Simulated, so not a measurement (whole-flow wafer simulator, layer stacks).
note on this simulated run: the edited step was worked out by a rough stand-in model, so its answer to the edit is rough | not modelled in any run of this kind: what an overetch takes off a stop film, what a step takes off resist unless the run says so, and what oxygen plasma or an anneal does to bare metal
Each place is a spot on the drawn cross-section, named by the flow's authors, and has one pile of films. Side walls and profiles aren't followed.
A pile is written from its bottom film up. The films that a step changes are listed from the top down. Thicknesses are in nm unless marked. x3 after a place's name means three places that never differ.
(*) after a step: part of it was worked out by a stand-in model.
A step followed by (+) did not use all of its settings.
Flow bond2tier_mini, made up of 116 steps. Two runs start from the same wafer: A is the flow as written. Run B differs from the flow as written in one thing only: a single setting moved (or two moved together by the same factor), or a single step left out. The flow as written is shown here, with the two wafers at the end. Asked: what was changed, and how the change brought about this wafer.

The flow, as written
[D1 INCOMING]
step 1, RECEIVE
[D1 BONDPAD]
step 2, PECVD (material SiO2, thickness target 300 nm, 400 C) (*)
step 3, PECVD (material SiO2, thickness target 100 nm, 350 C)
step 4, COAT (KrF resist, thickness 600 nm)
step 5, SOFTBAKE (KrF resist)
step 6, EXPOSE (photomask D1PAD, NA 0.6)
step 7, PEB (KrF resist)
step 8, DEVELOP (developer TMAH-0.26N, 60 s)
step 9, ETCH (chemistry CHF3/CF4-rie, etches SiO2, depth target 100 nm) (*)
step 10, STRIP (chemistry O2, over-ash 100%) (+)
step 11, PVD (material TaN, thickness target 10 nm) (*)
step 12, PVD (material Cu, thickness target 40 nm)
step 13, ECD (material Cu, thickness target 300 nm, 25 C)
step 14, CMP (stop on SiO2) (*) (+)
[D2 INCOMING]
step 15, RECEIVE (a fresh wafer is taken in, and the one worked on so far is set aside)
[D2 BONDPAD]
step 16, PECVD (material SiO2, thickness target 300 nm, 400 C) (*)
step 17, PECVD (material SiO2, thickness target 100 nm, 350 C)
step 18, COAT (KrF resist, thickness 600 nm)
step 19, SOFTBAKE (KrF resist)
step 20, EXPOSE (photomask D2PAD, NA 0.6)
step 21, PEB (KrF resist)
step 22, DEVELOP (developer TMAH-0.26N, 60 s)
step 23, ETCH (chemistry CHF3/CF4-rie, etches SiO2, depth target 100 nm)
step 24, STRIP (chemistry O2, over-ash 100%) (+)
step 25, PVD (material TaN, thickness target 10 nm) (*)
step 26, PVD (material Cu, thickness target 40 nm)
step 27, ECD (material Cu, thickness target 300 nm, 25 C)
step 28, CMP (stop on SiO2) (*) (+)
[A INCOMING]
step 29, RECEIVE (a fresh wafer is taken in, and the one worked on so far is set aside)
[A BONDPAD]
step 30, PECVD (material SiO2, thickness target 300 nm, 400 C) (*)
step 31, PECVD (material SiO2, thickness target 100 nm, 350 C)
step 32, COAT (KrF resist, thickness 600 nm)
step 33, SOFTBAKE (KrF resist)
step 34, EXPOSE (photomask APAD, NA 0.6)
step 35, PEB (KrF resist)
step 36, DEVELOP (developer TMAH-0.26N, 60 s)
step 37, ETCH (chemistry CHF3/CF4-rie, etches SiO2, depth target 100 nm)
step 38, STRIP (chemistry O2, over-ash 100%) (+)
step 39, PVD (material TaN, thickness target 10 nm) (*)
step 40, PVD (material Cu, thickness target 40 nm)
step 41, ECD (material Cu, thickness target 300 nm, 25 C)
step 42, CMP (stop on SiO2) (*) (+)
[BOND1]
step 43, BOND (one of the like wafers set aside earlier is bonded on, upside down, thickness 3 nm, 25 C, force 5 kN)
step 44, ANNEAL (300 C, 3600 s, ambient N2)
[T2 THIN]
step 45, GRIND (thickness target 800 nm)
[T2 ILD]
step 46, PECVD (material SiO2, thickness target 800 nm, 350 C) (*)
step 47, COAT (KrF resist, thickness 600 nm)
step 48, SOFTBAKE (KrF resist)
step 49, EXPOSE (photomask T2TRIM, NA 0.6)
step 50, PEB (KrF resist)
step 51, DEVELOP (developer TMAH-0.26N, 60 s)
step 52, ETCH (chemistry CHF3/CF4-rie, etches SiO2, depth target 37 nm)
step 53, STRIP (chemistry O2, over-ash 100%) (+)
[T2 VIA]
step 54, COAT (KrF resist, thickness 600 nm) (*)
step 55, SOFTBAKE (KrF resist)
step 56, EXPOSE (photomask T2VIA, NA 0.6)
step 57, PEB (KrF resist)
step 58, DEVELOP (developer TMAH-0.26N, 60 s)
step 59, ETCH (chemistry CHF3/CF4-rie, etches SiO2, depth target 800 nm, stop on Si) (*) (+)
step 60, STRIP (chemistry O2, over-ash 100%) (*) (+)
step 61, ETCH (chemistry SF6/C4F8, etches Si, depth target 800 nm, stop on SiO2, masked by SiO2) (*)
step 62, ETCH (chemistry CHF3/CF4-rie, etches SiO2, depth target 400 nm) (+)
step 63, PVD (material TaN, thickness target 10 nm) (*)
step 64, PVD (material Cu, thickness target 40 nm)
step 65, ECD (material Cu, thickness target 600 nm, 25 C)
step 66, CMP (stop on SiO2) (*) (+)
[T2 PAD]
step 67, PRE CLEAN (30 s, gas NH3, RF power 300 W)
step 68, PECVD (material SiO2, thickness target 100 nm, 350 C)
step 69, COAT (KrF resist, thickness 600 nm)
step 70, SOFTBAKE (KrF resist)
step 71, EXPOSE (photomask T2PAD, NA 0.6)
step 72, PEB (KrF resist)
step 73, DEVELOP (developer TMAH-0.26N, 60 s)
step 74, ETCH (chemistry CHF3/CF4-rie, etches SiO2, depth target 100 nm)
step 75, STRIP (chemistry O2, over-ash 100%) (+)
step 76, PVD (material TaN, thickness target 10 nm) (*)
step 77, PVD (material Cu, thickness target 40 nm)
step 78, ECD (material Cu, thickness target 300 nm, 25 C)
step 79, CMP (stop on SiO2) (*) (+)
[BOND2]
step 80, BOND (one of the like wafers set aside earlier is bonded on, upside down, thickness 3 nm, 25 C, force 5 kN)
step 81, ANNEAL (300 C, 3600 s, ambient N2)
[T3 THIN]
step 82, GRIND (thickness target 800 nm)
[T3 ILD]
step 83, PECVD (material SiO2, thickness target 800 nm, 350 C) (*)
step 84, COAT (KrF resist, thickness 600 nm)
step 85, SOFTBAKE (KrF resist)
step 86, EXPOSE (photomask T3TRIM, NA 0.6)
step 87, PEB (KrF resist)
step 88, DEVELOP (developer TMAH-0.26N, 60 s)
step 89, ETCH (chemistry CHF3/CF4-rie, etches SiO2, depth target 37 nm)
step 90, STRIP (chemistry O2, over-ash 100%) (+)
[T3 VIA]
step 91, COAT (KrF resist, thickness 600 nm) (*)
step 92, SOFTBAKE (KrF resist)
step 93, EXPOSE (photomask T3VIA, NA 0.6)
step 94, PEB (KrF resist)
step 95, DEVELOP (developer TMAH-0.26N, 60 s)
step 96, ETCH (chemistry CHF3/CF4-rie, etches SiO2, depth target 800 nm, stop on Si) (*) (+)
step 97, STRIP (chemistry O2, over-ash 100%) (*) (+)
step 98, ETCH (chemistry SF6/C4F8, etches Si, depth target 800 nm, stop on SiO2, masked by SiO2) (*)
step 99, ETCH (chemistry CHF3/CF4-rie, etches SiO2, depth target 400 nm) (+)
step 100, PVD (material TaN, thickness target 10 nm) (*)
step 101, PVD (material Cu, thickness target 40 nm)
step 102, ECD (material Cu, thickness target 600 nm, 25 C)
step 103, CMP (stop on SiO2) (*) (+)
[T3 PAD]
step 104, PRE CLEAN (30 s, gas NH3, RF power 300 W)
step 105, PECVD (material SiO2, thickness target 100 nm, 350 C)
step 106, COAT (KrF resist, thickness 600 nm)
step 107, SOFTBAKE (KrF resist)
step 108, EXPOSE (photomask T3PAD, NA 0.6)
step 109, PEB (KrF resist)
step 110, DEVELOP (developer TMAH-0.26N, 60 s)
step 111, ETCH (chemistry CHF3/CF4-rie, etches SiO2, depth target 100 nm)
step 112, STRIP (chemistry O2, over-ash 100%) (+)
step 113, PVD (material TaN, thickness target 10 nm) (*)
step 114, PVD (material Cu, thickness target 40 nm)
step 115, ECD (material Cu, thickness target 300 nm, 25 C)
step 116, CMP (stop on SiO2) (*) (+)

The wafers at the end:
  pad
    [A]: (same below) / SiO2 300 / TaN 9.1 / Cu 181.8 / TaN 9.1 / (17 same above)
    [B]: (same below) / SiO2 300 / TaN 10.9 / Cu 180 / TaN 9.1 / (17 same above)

The reason: step 39, PVD: thickness target 12 nm was run, while the flow as written has thickness target 10 nm.

Step by step, how the change led to this:
  step 39, PVD (material TaN, thickness target 10 nm) (*)
      field: A TaN gains 10 (new film) | B TaN gains 12 (new film)
      pad: A TaN gains 9.1 (new film) | B TaN gains 10.9 (new film)
      (as well as at 1 more place)
  step 42, CMP (stop on SiO2) (*) (+)
      field: A Cu loses 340 (all of it), TaN loses 10 (all of it) | B Cu loses 340 (all of it), TaN loses 12 (all of it)
